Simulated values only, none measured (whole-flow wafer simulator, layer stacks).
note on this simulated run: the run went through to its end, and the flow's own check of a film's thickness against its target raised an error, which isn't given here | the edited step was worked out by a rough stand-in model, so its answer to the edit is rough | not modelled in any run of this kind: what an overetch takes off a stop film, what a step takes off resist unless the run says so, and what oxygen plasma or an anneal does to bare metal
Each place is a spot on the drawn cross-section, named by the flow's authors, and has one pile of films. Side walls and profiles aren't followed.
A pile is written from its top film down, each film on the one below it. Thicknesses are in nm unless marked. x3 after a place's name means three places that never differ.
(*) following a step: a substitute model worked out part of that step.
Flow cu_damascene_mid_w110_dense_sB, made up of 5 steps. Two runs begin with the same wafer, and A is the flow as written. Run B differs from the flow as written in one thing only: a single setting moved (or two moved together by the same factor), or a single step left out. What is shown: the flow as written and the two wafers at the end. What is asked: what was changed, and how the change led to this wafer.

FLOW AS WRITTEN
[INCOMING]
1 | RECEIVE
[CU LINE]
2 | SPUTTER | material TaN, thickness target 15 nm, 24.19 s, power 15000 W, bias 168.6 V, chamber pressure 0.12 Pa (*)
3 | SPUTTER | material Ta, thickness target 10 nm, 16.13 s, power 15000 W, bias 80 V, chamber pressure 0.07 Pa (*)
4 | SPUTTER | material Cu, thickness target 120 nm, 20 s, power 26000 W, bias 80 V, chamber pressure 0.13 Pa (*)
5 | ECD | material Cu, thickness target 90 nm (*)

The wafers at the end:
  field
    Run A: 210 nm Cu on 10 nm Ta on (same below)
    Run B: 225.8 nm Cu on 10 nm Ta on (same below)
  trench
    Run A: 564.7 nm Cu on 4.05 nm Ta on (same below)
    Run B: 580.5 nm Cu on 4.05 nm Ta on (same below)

Cause: step 5, ECD: thickness target 105.8 nm was run, whereas the flow has thickness target 90 nm.

The path from the change to this, step by step:
  5 | ECD | material Cu, thickness target 90 nm (*)
      field: A Cu gains 90 | B Cu gains 105.8
      trench: A Cu gains 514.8 | B Cu gains 530.6
